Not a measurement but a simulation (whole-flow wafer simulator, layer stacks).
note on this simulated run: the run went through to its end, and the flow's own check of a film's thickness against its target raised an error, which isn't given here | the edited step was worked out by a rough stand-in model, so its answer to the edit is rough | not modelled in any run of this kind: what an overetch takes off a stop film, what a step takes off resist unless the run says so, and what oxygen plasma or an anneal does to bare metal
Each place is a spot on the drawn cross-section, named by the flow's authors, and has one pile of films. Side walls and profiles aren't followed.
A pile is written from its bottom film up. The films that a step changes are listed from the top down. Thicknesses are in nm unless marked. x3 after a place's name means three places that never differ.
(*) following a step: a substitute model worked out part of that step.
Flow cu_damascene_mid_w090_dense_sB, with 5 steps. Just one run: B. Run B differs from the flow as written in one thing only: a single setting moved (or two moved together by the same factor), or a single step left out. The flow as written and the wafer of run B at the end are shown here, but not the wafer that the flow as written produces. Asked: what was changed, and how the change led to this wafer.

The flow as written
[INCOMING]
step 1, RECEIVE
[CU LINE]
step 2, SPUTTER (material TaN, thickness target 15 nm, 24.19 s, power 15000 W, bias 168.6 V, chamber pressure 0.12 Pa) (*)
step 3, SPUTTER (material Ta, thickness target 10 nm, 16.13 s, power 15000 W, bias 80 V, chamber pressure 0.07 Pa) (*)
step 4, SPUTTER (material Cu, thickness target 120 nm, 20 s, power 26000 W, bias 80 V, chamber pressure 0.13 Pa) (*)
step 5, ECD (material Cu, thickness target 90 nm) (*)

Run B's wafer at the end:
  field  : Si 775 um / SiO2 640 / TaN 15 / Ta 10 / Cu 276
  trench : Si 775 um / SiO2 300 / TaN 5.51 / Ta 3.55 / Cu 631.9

Cause: step 4, SPUTTER: thickness target 186 nm was run, whereas the flow has thickness target 120 nm; step 4, SPUTTER: 31 s was run, where the flow has 20 s.

Step by step, how the change led to this:
  step 4, SPUTTER (material Cu, thickness target 120 nm, 20 s, power 26000 W, bias 80 V, chamber pressure 0.13 Pa) (*)
      field: Cu gains 186 (new film) (it would be, as written: Cu gains 120 (new film))
      trench: Cu gains 68.7 (new film) (it would be, as written: Cu gains 44.3 (new film))
  step 5, ECD (material Cu, thickness target 90 nm) (*)
      trench: Cu gains 563.2 (it would be, as written: Cu gains 521.6)
